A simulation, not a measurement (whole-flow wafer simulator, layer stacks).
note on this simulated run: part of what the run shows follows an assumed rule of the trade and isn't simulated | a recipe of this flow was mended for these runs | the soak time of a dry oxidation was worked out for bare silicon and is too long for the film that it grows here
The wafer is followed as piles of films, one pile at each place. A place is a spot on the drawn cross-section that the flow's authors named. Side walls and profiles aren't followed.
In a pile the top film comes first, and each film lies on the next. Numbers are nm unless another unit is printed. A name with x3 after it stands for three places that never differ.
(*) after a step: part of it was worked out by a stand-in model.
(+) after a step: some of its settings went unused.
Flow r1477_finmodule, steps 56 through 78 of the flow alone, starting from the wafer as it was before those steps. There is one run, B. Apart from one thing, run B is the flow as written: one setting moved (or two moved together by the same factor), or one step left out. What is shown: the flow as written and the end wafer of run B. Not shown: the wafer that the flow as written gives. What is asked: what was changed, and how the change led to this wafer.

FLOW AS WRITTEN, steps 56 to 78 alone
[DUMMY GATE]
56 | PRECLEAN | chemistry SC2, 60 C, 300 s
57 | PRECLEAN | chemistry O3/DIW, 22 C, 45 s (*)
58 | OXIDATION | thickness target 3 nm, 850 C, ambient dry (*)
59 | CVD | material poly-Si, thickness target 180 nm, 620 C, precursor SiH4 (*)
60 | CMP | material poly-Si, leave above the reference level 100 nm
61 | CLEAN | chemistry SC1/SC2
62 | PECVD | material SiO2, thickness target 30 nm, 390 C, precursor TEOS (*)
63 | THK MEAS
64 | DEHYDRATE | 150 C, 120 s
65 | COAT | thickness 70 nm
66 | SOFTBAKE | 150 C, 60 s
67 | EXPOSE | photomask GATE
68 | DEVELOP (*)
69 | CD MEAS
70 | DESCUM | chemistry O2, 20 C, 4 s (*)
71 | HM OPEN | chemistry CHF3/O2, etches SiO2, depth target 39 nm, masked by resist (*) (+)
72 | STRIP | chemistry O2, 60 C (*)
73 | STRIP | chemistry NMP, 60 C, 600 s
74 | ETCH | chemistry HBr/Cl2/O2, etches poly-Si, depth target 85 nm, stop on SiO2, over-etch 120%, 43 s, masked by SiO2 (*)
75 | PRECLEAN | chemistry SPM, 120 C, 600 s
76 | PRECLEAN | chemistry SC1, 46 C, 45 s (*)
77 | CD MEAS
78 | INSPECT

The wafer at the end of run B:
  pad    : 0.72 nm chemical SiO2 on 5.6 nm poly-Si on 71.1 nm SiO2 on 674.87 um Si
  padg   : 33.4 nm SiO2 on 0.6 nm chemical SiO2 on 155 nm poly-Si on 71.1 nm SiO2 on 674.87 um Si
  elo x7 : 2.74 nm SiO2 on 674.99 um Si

Cause: step 62, PECVD: thickness target 40.9 nm was run, whereas the flow has thickness target 30 nm.

The path from the change to this, step by step:
  62 | PECVD | material SiO2, thickness target 30 nm, 390 C, precursor TEOS (*)
      pad, padg, elg x7 and 27 more: SiO2 gains 40.9 (new film) (it would be, as written: SiO2 gains 30 (new film))
  71 | HM OPEN | chemistry CHF3/O2, etches SiO2, depth target 39 nm, masked by resist (*) (+)
      pad, elo x7, eso x6, e200so, s40co x3: SiO2 loses 39 (it would be, as written: SiO2 loses 30 (all of it), chemical SiO2 loses 0.6 (all of it), poly-Si loses 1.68)
  72 | STRIP | chemistry O2, 60 C (*)
      pad, elo x7, eso x6, e200so, s40co x3: nothing (it would be, as written: chemical SiO2 gains 1.12 (new film), poly-Si loses 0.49)
  74 | ETCH | chemistry HBr/Cl2/O2, etches poly-Si, depth target 85 nm, stop on SiO2, over-etch 120%, 43 s, masked by SiO2 (*)
      eso x6, e200so, s40co x3: SiO2 loses 1.9 (all of it), chemical SiO2 loses 0.6 (all of it), poly-Si loses 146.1 (all of it) (it would be, as written: chemical SiO2 loses 1.12 (all of it), poly-Si loses 143.9 (all of it), SiO2 loses 0.22)
      elo x7: SiO2 loses 1.9 (all of it), chemical SiO2 loses 0.6 (all of it), poly-Si loses 99.7 (all of it), SiO2 loses 0.25 (it would be, as written: chemical SiO2 loses 1.12 (all of it), poly-Si loses 97.6 (all of it), SiO2 loses 0.45)
      (as well as at 1 more place)
  75 | PRECLEAN | chemistry SPM, 120 C, 600 s
      pad: chemical SiO2 gains 0.8 (new film), poly-Si loses 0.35 (it would be, as written: nothing)
